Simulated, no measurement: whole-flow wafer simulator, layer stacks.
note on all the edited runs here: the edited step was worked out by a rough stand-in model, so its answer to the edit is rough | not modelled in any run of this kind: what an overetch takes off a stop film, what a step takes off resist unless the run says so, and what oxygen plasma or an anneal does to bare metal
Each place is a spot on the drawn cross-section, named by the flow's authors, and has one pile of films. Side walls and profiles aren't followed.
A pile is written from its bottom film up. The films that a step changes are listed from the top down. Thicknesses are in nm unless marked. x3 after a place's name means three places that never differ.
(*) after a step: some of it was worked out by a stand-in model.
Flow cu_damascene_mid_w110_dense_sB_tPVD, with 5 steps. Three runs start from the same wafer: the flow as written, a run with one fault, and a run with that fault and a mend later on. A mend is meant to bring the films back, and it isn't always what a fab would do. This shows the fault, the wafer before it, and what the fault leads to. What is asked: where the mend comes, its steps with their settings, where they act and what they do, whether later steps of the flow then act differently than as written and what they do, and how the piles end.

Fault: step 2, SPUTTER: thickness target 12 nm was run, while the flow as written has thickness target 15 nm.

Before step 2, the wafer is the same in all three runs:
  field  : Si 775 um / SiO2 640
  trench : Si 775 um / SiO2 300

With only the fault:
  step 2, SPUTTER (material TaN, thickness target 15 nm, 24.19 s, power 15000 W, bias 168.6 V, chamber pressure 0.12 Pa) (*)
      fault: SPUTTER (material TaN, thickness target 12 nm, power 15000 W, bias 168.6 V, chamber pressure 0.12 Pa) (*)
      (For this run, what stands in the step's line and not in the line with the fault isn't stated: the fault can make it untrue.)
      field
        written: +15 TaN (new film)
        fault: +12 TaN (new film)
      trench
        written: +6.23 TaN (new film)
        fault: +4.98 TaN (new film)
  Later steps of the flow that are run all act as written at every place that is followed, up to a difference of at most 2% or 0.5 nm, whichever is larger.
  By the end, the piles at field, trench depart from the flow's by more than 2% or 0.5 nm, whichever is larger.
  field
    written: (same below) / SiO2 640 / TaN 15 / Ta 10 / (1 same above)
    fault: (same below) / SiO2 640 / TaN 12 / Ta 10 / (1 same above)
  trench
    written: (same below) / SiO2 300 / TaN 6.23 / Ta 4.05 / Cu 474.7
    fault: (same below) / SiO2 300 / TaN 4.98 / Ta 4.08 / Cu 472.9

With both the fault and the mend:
  The mend follows step 2.
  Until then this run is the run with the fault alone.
  step 2a, SPUTTER (material TaN, thickness target 3 nm, power 15000 W, bias 168.6 V, chamber pressure 0.12 Pa) (*) (the flow's step 2 again, with other settings)
      field
        +3 TaN
      trench
        +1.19 TaN
  Later steps of the flow that are run all act as written at every place that is followed, up to a difference of at most 2% or 0.5 nm, whichever is larger.
  The piles end only slightly different from the flow's at the places that both follow, by no more than 2% or 0.5 nm, whichever is larger.
